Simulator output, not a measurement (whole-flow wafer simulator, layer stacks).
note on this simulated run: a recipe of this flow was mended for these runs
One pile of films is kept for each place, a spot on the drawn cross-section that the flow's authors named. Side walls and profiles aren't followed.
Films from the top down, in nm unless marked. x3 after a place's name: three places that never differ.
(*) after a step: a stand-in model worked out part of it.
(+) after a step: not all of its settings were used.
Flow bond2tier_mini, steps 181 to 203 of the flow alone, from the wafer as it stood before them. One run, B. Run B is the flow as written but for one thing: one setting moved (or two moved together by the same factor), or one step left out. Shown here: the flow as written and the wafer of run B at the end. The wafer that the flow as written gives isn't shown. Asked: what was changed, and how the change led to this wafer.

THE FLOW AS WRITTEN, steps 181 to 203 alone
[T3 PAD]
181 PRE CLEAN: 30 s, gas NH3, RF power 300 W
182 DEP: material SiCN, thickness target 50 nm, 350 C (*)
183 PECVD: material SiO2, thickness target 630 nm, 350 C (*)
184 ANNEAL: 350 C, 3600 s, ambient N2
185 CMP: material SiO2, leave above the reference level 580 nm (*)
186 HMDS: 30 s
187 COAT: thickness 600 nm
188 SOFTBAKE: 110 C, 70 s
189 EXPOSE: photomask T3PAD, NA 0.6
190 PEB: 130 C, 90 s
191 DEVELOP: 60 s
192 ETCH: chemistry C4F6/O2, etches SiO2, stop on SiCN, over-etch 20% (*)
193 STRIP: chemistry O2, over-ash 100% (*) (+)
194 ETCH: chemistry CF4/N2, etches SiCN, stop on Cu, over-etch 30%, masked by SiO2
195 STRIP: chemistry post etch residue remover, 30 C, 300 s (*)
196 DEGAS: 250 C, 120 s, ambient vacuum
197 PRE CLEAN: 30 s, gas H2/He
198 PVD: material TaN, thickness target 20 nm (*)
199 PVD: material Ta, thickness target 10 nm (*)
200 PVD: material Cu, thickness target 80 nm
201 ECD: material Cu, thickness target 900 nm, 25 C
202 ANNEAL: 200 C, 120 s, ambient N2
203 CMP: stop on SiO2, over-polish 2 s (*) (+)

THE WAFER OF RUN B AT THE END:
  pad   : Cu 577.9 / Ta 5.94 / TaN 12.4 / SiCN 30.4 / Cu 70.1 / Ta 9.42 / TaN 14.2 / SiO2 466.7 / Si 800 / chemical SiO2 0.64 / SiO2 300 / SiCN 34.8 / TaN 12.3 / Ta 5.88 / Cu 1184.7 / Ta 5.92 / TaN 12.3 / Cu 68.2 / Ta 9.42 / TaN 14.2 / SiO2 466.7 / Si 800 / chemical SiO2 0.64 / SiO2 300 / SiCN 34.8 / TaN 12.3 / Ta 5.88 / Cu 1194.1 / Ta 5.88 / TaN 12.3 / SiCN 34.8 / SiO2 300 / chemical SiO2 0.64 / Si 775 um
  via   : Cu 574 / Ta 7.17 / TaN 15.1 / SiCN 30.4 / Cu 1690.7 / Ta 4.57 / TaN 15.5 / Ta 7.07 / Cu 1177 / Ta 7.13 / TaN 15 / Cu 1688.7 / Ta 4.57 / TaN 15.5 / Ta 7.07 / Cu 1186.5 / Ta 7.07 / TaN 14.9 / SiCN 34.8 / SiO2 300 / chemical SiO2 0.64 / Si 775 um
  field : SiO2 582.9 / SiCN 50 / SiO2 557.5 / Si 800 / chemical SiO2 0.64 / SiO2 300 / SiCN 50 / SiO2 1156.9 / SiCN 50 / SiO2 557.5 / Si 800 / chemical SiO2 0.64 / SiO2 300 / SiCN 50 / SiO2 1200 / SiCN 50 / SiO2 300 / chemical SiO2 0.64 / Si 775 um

The cause: step 194, ETCH: chemistry CF4/N2, etches SiCN, stop on Cu, over-etch 30%, masked by SiO2, was left out.

How the change led to this, step by step:
  195 STRIP: chemistry post etch residue remover, 30 C, 300 s (*)
      pad, via: nothing (as written it would be: Cu -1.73)
Counting metal films that touch as one body, pad has 4 bodies (between them, from the top down: SiCN 30.4; SiO2 466.7 / Si 800 / chemical SiO2 0.64 / SiO2 300 / SiCN 34.8; SiO2 466.7 / Si 800 / chemical SiO2 0.64 / SiO2 300 / SiCN 34.8); the flow as written gives 3 bodies (between them, from the top down: SiO2 466.7 / Si 800 / chemical SiO2 0.64 / SiO2 300 / SiCN 34.8; SiO2 466.7 / Si 800 / chemical SiO2 0.64 / SiO2 300 / SiCN 34.8).
Counting metal films that touch as one body, via has 2 bodies (between them, from the top down: SiCN 30.4); the flow as written gives 1 body.
